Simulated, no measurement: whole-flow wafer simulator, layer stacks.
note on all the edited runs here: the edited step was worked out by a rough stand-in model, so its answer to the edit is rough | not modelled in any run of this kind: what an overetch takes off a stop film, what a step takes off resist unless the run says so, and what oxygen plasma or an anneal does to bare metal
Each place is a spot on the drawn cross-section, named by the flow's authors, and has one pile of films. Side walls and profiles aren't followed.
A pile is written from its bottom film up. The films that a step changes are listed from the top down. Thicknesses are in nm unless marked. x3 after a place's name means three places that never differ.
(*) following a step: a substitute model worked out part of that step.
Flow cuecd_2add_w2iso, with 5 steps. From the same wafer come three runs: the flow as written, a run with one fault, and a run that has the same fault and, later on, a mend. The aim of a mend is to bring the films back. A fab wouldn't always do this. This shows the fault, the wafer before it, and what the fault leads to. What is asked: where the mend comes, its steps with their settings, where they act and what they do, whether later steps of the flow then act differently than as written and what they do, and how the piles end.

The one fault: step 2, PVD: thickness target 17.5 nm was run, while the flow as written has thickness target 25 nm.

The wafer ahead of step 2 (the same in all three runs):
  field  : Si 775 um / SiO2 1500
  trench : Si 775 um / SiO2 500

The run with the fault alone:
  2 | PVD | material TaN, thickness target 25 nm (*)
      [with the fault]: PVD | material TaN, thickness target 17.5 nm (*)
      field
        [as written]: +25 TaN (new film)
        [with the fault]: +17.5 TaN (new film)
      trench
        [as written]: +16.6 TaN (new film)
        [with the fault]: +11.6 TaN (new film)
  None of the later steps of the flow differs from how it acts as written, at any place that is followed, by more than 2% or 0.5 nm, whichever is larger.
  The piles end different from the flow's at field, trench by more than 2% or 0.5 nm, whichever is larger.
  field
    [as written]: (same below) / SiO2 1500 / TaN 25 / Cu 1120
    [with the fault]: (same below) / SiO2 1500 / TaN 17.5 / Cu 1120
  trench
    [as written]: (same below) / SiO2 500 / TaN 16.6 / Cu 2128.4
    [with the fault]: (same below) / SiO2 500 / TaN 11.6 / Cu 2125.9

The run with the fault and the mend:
  The mend stands after step 2.
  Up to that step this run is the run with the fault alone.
  2a | PVD | material TaN, thickness target 7.5 nm (*) (the flow's step 2 again, with other settings)
      field
        +7.5 TaN
      trench
        +4.95 TaN
  None of the later steps of the flow acts differently than as written at any place that is followed.
  The piles end the same as the flow's at every place that both follow.
